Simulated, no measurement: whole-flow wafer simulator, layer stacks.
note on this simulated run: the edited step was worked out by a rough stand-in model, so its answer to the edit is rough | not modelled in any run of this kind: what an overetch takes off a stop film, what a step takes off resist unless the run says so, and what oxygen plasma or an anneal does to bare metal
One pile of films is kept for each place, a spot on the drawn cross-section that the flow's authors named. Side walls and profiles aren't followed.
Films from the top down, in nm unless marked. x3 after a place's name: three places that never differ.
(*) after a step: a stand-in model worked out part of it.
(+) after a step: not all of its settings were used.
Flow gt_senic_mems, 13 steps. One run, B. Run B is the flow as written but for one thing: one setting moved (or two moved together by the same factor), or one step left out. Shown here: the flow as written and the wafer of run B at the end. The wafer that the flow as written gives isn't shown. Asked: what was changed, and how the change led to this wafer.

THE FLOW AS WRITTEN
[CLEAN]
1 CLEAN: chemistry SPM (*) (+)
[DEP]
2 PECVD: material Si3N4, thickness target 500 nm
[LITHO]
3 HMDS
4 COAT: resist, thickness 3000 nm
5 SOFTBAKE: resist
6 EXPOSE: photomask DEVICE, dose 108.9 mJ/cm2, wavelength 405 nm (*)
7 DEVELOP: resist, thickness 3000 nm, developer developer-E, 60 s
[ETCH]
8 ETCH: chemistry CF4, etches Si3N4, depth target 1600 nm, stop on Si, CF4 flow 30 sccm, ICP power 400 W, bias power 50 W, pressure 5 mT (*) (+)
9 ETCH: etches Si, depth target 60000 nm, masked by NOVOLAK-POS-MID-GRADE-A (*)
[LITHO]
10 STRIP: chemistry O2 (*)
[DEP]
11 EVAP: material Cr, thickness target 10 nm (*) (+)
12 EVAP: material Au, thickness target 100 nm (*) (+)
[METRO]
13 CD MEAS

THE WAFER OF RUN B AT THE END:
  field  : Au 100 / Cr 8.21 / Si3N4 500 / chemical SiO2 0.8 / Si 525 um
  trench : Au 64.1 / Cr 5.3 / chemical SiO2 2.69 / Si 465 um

The cause: step 11, EVAP: thickness target 8.21 nm was run, where the flow has thickness target 10 nm.
It can be read off the wafer: field has Cr 8.21, and step 11 as written asks for 10 nm.

How the change led to this, step by step:
  11 EVAP: material Cr, thickness target 10 nm (*) (+)
      field: Cr +8.21 (new film) (as written it would be: Cr +10 (new film))
      trench: Cr +5.3 (new film) (as written it would be: Cr +6.45 (new film))
